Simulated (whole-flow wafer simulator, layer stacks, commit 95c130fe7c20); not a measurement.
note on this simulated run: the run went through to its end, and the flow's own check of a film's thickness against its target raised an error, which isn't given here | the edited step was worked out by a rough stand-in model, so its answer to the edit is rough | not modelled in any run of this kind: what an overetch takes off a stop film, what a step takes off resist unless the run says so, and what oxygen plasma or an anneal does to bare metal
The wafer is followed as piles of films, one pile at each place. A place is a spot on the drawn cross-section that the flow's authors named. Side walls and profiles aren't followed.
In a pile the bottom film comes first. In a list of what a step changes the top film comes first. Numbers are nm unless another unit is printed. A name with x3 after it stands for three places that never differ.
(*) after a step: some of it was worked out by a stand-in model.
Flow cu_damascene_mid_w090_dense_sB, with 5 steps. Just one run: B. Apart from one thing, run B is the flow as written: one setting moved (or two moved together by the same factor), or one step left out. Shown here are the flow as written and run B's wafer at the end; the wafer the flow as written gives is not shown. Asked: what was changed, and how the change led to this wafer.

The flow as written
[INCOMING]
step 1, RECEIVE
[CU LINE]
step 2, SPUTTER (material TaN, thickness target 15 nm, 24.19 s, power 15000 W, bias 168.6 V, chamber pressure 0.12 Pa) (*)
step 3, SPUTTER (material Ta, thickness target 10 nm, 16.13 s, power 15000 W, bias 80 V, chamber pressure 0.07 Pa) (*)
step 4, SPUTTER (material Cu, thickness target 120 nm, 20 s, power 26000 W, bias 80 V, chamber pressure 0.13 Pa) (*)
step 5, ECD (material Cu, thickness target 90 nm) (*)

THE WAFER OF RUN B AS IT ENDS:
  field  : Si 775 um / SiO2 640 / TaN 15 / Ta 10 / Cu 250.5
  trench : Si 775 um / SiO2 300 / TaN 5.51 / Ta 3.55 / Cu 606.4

The reason: step 5, ECD: thickness target 130.5 nm was run, though the flow has thickness target 90 nm.

The path from the change to this, step by step:
  step 5, ECD (material Cu, thickness target 90 nm) (*)
      field: +130.5 Cu (it would be, as written: +90 Cu)
      trench: +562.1 Cu (it would be, as written: +521.6 Cu)
